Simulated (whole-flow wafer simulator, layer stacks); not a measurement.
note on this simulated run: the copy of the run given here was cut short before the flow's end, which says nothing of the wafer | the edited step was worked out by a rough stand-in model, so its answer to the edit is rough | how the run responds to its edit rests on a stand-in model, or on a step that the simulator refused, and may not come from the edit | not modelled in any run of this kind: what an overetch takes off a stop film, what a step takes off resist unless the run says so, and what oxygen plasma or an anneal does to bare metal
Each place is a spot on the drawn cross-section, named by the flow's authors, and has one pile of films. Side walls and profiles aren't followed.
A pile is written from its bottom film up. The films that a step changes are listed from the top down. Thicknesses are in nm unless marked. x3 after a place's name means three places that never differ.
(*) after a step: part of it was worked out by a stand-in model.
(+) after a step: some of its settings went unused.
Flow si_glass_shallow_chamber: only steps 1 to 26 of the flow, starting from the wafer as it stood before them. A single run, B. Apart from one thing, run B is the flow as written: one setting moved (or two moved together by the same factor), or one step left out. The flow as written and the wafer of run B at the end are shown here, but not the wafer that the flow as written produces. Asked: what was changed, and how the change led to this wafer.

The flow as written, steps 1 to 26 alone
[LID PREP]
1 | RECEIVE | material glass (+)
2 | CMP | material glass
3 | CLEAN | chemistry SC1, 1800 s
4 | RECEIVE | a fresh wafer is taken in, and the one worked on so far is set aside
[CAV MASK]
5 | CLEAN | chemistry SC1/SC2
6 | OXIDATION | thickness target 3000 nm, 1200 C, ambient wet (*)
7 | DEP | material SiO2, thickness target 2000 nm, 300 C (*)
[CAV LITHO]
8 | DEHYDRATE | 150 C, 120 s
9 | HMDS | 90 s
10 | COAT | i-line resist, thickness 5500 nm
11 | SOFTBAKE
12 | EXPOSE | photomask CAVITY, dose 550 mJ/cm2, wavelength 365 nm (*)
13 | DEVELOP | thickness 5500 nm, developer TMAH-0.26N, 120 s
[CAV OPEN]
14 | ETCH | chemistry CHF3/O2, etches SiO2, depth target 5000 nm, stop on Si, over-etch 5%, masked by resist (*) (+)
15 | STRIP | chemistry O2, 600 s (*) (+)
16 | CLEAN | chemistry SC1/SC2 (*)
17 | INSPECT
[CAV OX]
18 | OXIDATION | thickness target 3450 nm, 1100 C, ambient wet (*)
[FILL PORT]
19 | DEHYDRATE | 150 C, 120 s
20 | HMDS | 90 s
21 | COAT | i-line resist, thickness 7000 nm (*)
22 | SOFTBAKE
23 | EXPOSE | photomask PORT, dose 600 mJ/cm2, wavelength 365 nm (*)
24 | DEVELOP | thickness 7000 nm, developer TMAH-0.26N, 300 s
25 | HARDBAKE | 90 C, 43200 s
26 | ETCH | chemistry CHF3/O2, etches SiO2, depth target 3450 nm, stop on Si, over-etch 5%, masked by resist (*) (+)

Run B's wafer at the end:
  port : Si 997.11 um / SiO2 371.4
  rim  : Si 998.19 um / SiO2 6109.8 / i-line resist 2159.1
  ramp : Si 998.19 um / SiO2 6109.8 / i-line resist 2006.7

What caused this: step 26, ETCH: depth target 2932 nm was run, though the flow has depth target 3450 nm.

Step by step, how the change led to this:
  26 | ETCH | chemistry CHF3/O2, etches SiO2, depth target 3450 nm, stop on Si, over-etch 5%, masked by resist (*) (+)
      port: SiO2 loses 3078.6 (it would be, as written: SiO2 loses 3450 (all of it), Si loses 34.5)
      rim, ramp, cav, ring: i-line resist loses 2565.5 (it would be, as written: i-line resist loses 3018.8)
      (and at 1 other place as well)
